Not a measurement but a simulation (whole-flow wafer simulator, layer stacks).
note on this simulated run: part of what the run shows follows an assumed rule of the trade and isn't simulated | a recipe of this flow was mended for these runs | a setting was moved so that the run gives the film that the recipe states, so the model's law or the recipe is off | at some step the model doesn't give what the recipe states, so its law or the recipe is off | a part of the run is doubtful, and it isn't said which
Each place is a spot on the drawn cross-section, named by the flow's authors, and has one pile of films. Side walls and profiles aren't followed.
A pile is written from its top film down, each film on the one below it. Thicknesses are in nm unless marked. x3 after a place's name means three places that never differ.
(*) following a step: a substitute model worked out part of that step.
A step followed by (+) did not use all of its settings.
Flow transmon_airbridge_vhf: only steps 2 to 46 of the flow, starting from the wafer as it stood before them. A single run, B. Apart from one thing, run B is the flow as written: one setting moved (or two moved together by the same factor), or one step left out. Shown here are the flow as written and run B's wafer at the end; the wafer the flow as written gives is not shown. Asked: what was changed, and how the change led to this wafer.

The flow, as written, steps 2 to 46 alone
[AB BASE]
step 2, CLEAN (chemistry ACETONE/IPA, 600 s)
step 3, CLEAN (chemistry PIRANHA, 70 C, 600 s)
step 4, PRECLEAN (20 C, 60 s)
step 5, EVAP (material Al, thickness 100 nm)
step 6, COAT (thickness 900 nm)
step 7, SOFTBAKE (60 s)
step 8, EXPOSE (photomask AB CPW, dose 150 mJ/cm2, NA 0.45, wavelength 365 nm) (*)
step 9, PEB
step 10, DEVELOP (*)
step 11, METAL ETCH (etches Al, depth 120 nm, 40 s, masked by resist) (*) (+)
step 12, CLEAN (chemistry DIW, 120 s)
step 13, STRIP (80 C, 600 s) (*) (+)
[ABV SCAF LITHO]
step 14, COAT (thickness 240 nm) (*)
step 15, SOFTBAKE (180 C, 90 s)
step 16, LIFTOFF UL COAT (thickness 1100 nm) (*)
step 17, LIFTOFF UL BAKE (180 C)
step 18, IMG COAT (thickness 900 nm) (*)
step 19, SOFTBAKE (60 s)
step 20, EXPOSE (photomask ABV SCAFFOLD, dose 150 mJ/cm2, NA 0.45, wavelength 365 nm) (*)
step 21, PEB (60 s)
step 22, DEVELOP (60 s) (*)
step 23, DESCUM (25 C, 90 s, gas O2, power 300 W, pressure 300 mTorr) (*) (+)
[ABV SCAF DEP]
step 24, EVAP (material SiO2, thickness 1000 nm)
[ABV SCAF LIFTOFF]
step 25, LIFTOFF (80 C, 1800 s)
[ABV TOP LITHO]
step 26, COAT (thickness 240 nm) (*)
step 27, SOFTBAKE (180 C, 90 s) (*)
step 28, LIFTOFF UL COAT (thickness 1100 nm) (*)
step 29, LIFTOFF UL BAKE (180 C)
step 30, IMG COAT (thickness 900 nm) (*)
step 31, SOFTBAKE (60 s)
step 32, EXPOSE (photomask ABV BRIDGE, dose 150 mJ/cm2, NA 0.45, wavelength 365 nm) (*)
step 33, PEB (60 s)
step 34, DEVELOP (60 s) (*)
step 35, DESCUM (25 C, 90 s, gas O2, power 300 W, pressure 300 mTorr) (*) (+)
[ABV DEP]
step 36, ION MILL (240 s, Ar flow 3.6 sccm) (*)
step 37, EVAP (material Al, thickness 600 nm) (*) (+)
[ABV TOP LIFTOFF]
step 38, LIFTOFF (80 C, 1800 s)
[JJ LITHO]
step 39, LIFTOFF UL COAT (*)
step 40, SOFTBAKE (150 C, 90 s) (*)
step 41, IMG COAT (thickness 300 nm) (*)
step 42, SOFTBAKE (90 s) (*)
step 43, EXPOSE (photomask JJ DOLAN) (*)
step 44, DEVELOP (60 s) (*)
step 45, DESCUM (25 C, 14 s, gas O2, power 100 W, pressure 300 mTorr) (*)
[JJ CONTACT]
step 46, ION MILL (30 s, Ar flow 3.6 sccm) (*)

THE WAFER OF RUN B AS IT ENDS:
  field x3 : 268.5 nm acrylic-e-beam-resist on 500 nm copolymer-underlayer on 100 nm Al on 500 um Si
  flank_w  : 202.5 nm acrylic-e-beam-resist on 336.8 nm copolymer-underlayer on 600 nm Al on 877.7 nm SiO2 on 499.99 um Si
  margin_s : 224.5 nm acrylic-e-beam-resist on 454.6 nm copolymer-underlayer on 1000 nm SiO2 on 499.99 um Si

What caused this: step 8, EXPOSE: photomask ABV SCAFFOLD was run, while the flow as written has photomask AB CPW.

Step by step, how the change led to this:
  step 10, DEVELOP (*)
      flank_w, cpw_trace, flank_e, margin_s, bridge_strip, margin_n: -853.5 i-line-resist (all of it), -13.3 Al (it would be, as written: nothing)
      field x3, jj_line: nothing (it would be, as written: -853.5 i-line-resist (all of it), -13.3 Al)
  step 11, METAL ETCH (etches Al, depth 120 nm, 40 s, masked by resist) (*) (+)
      flank_w, cpw_trace, flank_e, margin_s, bridge_strip, margin_n: -86.7 Al (all of it), -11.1 Si (it would be, as written: -60 i-line-resist)
      field x3, jj_line: -60 i-line-resist (it would be, as written: -86.7 Al (all of it), -11.1 Si)
  step 13, STRIP (80 C, 600 s) (*) (+)
      flank_w, cpw_trace, flank_e, margin_s, bridge_strip, margin_n: nothing (it would be, as written: -793.5 i-line-resist (all of it))
      field x3, jj_line: -793.5 i-line-resist (all of it) (it would be, as written: nothing)
  step 14, COAT (thickness 240 nm) (*)
      pad_w, pad_e: +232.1 acrylic-e-beam-resist (new film) (it would be, as written: +239.3 acrylic-e-beam-resist (new film))
      flank_w, flank_e: +264 acrylic-e-beam-resist (new film) (it would be, as written: +220.6 acrylic-e-beam-resist (new film))
      (and at 6 other places as well)
  step 16, LIFTOFF UL COAT (thickness 1100 nm) (*)
      flank_w, flank_e: +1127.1 lift-off-underlayer (new film) (it would be, as written: +1084.6 lift-off-underlayer (new film))
      margin_s, margin_n: +1132.9 lift-off-underlayer (new film) (it would be, as written: +1100 lift-off-underlayer (new film))
      (and at 2 other places as well)
  step 18, IMG COAT (thickness 900 nm) (*)
      margin_s, margin_n: +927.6 i-line-resist (new film) (it would be, as written: +900 i-line-resist (new film))
      cpw_trace: +926.2 i-line-resist (new film) (it would be, as written: +895.3 i-line-resist (new film))
      (and at 1 other place as well)
  step 21, PEB (60 s)
      margin_s, margin_n: -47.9 i-line-resist (it would be, as written: -46.5 i-line-resist)
      cpw_trace: -47.8 i-line-resist (it would be, as written: -46.2 i-line-resist)
      (and at 1 other place as well)
  step 22, DEVELOP (60 s) (*)
      flank_w, flank_e: -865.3 i-line-resist (all of it), -1127.1 lift-off-underlayer (all of it) (it would be, as written: -861.4 i-line-resist (all of it), -1084.6 lift-off-underlayer (all of it))
      margin_s, margin_n: -879.8 i-line-resist (all of it), -1132.9 lift-off-underlayer (all of it) (it would be, as written: -853.5 i-line-resist (all of it), -1100 lift-off-underlayer (all of it))
      (and at 2 other places as well)
  step 23, DESCUM (25 C, 90 s, gas O2, power 300 W, pressure 300 mTorr) (*) (+)
      field x3, jj_line, ground_far, pad_w, pad_e, trace_open_s x2: -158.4 i-line-resist (it would be, as written: -151.7 i-line-resist)
      flank_w, flank_e: -264 acrylic-e-beam-resist (all of it) (it would be, as written: -220.6 acrylic-e-beam-resist (all of it))
      (and at 6 other places as well)
  step 25, LIFTOFF (80 C, 1800 s)
      pad_w, pad_e: -1000 SiO2 (all of it), -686 i-line-resist (all of it), -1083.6 lift-off-underlayer (all of it), -232.1 acrylic-e-beam-resist (all of it) (it would be, as written: -1000 SiO2 (all of it), -696.3 i-line-resist (all of it), -1089.9 lift-off-underlayer (all of it), -239.3 acrylic-e-beam-resist (all of it))
  step 26, COAT (thickness 240 nm) (*)
      flank_w, flank_e: +178.7 acrylic-e-beam-resist (new film) (it would be, as written: +155.2 acrylic-e-beam-resist (new film))
      gap_w, gap_e: +203.4 acrylic-e-beam-resist (new film) (it would be, as written: +211.2 acrylic-e-beam-resist (new film))
      (and at 4 other places as well)
  step 28, LIFTOFF UL COAT (thickness 1100 nm) (*)
      margin_s, margin_n: +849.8 lift-off-underlayer (new film) (it would be, as written: +823.4 lift-off-underlayer (new film))
      flank_w: +886 lift-off-underlayer (new film) (it would be, as written: +832.3 lift-off-underlayer (new film))
      (and at 2 other places as well)
  step 30, IMG COAT (thickness 900 nm) (*)
      margin_s, margin_n: +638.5 i-line-resist (new film) (it would be, as written: +603.2 i-line-resist (new film))
      cpw_trace: +691.7 i-line-resist (new film) (it would be, as written: +660.8 i-line-resist (new film))
      (and at 1 other place as well)
  step 33, PEB (60 s)
      margin_s, margin_n: -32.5 i-line-resist (it would be, as written: -30.7 i-line-resist)
      cpw_trace: -35.4 i-line-resist (it would be, as written: -33.8 i-line-resist)
      (and at 1 other place as well)
  step 34, DEVELOP (60 s) (*)
      flank_w: -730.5 i-line-resist (all of it), -886 lift-off-underlayer (all of it) (it would be, as written: -716.4 i-line-resist (all of it), -832.3 lift-off-underlayer (all of it))
      cpw_trace: -656.3 i-line-resist (all of it), -993.8 lift-off-underlayer (all of it) (it would be, as written: -627 i-line-resist (all of it), -970.5 lift-off-underlayer (all of it))
      (and at 2 other places as well)
  step 35, DESCUM (25 C, 90 s, gas O2, power 300 W, pressure 300 mTorr) (*) (+)
      flank_w, flank_e: -178.7 acrylic-e-beam-resist (all of it) (it would be, as written: -155.2 acrylic-e-beam-resist (all of it))
      gap_w, gap_e: -203.4 acrylic-e-beam-resist (all of it) (it would be, as written: -211.2 acrylic-e-beam-resist (all of it))
      (and at 2 other places as well)
  ... 3 other steps ...
  step 46, ION MILL (30 s, Ar flow 3.6 sccm) (*)
      jj_line: -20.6 Al (it would be, as written: -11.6 Si)
If metal films that touch count as one body, field x3 has 1 body; the flow as written gives 0 bodies.
If metal films that touch count as one body, flank_w has 1 body; the flow as written gives 2 bodies (between them, from the top down: SiO2 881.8).
If metal films that touch count as one body, margin_s has 0 bodies; the flow as written gives 1 body.
